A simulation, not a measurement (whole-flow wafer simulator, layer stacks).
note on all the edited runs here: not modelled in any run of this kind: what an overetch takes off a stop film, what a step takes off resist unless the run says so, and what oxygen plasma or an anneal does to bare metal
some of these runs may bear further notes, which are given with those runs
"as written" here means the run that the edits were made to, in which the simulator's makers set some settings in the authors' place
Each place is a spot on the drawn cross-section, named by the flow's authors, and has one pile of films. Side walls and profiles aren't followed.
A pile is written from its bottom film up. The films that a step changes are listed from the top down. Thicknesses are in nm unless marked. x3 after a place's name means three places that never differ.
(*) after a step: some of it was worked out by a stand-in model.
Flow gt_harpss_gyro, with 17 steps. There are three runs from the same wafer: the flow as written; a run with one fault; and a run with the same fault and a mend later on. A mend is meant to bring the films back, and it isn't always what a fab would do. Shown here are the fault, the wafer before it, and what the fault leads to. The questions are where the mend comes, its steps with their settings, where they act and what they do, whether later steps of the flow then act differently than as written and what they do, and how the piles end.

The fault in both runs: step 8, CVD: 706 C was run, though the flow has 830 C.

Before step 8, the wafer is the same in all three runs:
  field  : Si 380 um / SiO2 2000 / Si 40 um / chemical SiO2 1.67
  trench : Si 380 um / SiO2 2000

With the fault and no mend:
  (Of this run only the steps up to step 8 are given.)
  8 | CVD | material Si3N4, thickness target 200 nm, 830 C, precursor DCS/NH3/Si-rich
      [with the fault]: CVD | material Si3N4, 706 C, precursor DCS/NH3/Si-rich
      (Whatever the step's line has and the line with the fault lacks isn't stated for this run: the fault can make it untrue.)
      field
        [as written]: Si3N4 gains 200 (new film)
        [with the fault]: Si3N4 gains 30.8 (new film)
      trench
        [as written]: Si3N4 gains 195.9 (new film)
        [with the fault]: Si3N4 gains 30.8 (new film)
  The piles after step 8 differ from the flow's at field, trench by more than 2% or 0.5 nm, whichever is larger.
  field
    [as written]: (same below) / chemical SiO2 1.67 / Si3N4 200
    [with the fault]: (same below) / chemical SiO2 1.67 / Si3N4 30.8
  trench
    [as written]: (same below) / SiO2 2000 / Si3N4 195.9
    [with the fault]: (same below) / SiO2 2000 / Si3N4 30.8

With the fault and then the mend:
  The mend follows step 8.
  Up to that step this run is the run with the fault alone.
  8a | CVD | material Si3N4, thickness target 168.9 nm, 830 C, precursor DCS/NH3/Si-rich (the flow's step 8, run once more with other settings)
      field
        Si3N4 gains 168.9
      trench
        Si3N4 gains 165.3
  Steps later in the flow that act otherwise than as written:
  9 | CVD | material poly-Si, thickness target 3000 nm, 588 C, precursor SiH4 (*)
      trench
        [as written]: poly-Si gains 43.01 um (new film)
        [with the mend]: poly-Si gains 43 um (new film)
  When the end is reached, the piles differ only a little from the flow's at the places that both follow, at most by 2% or 0.5 nm, whichever is larger.
